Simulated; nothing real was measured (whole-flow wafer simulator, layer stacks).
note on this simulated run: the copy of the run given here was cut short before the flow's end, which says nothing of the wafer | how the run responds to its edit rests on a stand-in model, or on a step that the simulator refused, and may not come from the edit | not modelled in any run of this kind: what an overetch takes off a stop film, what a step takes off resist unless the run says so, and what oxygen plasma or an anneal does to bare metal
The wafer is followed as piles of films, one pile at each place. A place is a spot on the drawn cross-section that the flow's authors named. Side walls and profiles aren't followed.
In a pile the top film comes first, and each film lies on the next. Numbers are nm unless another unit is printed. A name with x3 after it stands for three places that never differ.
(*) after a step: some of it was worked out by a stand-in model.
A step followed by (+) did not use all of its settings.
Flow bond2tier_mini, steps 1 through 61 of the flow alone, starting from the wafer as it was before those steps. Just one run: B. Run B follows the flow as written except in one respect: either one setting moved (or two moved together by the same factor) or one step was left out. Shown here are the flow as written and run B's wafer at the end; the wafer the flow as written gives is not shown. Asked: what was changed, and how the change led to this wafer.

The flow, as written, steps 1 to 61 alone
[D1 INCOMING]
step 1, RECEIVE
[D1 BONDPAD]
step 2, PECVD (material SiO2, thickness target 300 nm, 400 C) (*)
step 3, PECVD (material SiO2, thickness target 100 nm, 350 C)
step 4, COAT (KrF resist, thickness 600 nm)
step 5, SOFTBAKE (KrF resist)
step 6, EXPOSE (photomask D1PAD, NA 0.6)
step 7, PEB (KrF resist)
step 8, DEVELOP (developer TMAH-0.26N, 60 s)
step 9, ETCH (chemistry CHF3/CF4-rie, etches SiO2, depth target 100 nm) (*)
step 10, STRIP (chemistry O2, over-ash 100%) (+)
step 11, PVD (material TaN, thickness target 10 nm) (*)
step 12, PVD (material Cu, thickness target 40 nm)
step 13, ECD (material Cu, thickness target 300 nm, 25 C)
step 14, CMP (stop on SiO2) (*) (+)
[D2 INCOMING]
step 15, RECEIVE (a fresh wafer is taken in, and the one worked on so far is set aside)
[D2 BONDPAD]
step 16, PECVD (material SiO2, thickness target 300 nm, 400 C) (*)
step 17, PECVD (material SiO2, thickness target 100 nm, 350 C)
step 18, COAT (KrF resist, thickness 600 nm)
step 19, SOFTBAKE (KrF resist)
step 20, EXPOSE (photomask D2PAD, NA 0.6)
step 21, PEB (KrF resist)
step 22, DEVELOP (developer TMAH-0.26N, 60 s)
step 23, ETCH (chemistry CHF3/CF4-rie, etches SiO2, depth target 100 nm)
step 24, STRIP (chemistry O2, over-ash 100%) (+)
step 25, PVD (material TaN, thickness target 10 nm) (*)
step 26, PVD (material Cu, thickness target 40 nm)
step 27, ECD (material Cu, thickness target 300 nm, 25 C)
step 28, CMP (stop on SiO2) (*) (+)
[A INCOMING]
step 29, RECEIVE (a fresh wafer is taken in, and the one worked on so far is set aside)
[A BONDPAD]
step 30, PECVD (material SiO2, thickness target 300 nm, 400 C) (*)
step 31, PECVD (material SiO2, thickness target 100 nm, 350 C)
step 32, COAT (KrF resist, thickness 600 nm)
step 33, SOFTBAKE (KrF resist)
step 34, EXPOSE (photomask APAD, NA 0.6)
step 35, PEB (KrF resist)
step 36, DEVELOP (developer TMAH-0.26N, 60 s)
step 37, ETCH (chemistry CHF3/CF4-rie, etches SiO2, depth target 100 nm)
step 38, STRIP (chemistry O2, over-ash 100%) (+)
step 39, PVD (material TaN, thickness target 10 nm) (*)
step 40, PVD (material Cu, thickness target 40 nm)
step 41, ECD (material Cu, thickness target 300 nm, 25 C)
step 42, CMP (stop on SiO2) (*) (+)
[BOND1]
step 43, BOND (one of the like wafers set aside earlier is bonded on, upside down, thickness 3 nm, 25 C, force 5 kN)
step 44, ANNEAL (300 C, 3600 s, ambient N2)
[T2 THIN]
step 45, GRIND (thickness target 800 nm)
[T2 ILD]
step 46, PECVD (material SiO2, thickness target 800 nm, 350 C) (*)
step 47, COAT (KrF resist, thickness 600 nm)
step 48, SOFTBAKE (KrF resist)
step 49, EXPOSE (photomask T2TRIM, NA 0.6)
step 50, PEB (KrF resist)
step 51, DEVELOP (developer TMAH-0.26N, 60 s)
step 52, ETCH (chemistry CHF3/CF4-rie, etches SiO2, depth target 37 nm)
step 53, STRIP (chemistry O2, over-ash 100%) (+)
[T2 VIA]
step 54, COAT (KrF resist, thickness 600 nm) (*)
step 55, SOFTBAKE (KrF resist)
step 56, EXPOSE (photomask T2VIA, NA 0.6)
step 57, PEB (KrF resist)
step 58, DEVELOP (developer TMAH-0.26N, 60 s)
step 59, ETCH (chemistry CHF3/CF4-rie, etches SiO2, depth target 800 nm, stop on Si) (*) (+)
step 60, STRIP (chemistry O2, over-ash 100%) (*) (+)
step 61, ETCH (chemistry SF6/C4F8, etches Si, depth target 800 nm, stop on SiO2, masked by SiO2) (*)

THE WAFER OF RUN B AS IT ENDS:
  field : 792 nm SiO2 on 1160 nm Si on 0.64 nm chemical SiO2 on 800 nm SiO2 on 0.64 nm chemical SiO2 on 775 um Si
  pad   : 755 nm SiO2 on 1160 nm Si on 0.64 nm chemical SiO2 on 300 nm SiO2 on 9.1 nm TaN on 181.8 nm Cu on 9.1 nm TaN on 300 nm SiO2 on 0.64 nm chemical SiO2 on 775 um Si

Cause: step 45, GRIND: thickness target 1160 nm was run, though the flow has thickness target 800 nm.
The wafer itself shows it: field has Si 1160, and step 45 as written asks for 800 nm.

Step by step, how the change led to this:
  step 45, GRIND (thickness target 800 nm)
      field, pad, via: Si loses 773.84 um (as written it would have been: Si loses 774.2 um)
